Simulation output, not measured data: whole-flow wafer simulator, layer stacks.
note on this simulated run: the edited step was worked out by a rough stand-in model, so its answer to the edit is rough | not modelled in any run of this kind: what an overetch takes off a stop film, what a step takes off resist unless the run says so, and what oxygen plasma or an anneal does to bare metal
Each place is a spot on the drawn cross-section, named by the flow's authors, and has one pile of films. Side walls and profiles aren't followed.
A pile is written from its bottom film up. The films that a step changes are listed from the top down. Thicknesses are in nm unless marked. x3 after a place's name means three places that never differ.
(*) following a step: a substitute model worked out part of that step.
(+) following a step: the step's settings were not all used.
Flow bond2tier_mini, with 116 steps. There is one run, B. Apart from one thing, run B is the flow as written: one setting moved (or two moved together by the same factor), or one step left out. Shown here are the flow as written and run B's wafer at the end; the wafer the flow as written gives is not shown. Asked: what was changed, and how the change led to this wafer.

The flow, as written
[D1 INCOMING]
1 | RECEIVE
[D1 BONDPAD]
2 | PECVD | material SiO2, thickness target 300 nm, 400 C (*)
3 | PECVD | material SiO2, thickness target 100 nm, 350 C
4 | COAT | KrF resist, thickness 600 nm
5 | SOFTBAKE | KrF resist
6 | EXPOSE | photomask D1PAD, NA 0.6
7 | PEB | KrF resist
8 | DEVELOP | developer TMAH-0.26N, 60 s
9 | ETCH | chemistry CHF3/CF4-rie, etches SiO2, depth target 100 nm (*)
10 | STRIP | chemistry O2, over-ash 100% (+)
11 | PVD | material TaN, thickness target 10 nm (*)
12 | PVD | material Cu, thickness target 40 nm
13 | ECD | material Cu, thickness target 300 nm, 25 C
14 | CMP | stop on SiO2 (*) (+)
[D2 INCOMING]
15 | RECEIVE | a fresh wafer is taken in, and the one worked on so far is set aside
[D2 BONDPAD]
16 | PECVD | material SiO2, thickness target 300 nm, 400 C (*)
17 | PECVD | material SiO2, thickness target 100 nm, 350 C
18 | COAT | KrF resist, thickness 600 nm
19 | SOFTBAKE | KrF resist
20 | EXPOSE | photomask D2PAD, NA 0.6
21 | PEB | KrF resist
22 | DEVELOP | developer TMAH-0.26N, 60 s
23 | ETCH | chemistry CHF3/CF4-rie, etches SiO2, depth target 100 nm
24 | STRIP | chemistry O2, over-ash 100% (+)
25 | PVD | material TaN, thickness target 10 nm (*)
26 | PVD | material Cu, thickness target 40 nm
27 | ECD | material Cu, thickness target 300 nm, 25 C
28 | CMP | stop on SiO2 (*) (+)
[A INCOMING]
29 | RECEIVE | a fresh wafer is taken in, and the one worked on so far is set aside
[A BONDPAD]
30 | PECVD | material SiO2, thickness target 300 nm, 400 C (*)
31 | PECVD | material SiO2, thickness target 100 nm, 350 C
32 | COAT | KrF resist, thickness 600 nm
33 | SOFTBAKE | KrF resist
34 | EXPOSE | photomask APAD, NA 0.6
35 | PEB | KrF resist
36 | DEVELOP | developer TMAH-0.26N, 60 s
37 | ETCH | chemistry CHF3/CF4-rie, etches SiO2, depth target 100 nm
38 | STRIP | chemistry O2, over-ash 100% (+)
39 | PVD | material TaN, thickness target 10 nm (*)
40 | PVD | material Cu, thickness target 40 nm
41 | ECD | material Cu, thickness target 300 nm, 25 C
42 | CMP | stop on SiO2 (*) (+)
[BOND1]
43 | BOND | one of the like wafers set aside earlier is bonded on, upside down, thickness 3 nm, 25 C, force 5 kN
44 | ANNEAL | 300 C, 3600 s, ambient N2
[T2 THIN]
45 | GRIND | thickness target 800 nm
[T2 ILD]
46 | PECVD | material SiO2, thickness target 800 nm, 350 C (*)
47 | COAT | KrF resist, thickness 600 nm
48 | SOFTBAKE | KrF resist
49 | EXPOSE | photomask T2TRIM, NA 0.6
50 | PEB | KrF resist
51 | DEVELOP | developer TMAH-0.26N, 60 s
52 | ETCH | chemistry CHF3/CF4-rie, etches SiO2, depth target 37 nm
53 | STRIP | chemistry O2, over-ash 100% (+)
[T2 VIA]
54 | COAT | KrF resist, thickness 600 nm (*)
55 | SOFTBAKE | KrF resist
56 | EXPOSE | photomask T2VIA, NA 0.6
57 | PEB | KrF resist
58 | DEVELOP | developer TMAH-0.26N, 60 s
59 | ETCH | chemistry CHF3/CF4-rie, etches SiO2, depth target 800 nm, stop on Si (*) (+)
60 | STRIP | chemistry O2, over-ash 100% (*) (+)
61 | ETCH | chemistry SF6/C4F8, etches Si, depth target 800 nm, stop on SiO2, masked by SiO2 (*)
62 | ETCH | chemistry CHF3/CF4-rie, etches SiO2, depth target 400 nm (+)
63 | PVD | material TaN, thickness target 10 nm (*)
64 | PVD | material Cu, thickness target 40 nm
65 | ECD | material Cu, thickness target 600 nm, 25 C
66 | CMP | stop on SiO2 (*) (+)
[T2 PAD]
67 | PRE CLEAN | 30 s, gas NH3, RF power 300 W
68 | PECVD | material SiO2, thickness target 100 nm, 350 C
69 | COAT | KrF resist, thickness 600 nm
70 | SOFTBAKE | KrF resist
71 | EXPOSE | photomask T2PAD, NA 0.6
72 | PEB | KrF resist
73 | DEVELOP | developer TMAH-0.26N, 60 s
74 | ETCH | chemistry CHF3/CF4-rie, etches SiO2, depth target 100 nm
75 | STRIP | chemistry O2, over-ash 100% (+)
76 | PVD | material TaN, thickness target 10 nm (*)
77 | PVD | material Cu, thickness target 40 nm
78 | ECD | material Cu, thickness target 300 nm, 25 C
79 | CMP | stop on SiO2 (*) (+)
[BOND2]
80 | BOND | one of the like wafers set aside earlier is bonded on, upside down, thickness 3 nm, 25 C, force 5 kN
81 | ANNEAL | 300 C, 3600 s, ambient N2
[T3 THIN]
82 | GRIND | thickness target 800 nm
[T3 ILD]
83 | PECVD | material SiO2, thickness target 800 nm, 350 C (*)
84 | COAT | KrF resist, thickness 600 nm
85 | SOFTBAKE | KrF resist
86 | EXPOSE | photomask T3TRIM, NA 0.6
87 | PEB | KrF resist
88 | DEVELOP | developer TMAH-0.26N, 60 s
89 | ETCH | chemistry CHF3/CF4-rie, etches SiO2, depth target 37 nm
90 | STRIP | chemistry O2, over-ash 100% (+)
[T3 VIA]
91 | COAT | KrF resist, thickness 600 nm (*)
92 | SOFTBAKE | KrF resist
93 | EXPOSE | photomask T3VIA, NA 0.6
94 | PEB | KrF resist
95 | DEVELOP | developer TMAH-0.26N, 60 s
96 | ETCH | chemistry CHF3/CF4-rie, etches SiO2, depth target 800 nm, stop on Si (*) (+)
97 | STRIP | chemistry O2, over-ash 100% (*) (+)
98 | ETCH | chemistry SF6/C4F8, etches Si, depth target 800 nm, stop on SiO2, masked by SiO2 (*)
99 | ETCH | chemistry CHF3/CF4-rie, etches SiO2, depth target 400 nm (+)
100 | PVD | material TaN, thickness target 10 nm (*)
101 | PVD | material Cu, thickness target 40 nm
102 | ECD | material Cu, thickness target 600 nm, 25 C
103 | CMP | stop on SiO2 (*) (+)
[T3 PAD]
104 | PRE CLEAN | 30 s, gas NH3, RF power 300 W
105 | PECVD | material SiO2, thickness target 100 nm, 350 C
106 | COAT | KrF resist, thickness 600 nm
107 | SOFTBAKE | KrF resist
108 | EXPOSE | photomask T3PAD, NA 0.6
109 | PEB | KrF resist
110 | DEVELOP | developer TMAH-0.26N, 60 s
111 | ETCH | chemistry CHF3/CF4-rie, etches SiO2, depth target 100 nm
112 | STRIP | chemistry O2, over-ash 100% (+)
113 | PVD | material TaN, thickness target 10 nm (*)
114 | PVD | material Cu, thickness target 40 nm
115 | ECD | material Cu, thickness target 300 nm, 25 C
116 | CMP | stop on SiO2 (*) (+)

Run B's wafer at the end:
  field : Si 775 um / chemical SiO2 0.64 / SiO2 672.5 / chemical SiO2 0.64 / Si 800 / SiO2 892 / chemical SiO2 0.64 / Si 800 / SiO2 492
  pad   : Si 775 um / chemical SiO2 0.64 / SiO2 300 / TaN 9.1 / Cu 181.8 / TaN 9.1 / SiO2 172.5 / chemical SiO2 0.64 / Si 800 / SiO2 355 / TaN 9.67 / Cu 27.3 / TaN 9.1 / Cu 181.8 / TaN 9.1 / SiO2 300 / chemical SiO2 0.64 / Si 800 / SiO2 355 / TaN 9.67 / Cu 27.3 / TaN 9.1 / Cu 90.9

What caused this: step 2, PECVD: thickness target 172.5 nm was run, though the flow has thickness target 300 nm.
The wafer itself shows it: pad has SiO2 172.5, and step 2 as written asks for 300 nm.

Step by step, how the change led to this:
  2 | PECVD | material SiO2, thickness target 300 nm, 400 C (*)
      field, pad, via: SiO2 gains 172.5 (new film) (as written it would have been: SiO2 gains 300 (new film))
  43 | BOND | one of the like wafers set aside earlier is bonded on, upside down, thickness 3 nm, 25 C, force 5 kN
      field: Si gains 775 um (new film), chemical SiO2 gains 0.64 (new film), SiO2 gains 272.5 (as written it would have been: Si gains 775 um (new film), chemical SiO2 gains 0.64 (new film), SiO2 gains 400)
      pad: Si gains 775 um (new film), chemical SiO2 gains 0.64 (new film), SiO2 gains 172.5 (new film), TaN gains 9.1 (new film), Cu gains 90.9 (as written it would have been: Si gains 775 um (new film), chemical SiO2 gains 0.64 (new film), SiO2 gains 300 (new film), TaN gains 9.1 (new film), Cu gains 90.9)
      (and at 1 other place as well)
